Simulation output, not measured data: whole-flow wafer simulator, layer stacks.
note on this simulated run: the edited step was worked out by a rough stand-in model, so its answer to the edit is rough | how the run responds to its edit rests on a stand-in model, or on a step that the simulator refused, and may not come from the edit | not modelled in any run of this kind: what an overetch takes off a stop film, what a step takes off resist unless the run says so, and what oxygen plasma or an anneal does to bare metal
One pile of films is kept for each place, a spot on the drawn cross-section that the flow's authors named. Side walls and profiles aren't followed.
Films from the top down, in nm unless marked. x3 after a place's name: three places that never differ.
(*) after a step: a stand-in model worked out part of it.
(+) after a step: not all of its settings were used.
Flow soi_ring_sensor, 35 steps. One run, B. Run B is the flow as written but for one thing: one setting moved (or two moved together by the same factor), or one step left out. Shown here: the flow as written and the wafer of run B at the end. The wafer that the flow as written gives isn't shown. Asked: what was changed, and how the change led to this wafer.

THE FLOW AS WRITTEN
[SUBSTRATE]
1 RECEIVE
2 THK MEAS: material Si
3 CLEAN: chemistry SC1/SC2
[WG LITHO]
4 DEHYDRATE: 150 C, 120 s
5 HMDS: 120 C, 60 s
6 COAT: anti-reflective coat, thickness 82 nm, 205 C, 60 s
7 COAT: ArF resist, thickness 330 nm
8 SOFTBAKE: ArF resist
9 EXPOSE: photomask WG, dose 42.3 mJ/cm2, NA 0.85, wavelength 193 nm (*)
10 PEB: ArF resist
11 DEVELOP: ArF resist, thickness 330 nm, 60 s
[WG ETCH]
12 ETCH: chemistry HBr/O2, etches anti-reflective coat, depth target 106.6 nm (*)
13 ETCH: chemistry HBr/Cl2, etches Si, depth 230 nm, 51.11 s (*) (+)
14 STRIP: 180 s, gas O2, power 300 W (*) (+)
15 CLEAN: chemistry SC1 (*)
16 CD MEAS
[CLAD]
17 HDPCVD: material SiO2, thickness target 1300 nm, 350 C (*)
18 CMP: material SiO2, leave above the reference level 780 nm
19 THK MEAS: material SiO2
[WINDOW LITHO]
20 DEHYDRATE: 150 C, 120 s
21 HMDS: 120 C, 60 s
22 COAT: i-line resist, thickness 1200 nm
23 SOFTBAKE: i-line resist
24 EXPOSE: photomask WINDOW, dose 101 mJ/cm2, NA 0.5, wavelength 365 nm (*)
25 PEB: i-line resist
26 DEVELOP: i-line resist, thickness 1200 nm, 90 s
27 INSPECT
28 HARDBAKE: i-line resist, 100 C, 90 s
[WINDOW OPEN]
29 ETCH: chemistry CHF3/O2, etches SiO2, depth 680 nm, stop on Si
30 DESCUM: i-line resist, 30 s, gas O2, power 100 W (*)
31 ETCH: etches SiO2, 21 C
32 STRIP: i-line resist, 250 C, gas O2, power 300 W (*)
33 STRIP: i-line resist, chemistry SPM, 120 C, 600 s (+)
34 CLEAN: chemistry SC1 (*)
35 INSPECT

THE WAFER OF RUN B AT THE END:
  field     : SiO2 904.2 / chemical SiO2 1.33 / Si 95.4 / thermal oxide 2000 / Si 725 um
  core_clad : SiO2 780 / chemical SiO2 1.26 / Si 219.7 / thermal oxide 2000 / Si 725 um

The cause: step 13, ETCH: depth 124 nm was run, where the flow has depth 230 nm; step 13, ETCH: 27.6 s was run, where the flow has 51.11 s.

How the change led to this, step by step:
  13 ETCH: chemistry HBr/Cl2, etches Si, depth 230 nm, 51.11 s (*) (+)
      gap, window, field, gap_clad: Si -124 (as written it would be: Si -220 (all of it), thermal oxide -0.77)
      core, core_clad: ArF resist -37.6 (as written it would be: ArF resist -69.7)
  14 STRIP: 180 s, gas O2, power 300 W (*) (+)
      gap, window, field, gap_clad: chemical SiO2 +1.33 (new film), Si -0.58 (as written it would be: nothing)
      core, core_clad: ArF resist -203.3 (all of it), anti-reflective coat -82 (all of it), chemical SiO2 +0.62, Si -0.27 (as written it would be: ArF resist -171.2 (all of it), anti-reflective coat -82 (all of it), chemical SiO2 +0.63, Si -0.28)
  18 CMP: material SiO2, leave above the reference level 780 nm
      gap, window, field, gap_clad: SiO2 -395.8 (as written it would be: SiO2 -298.2)
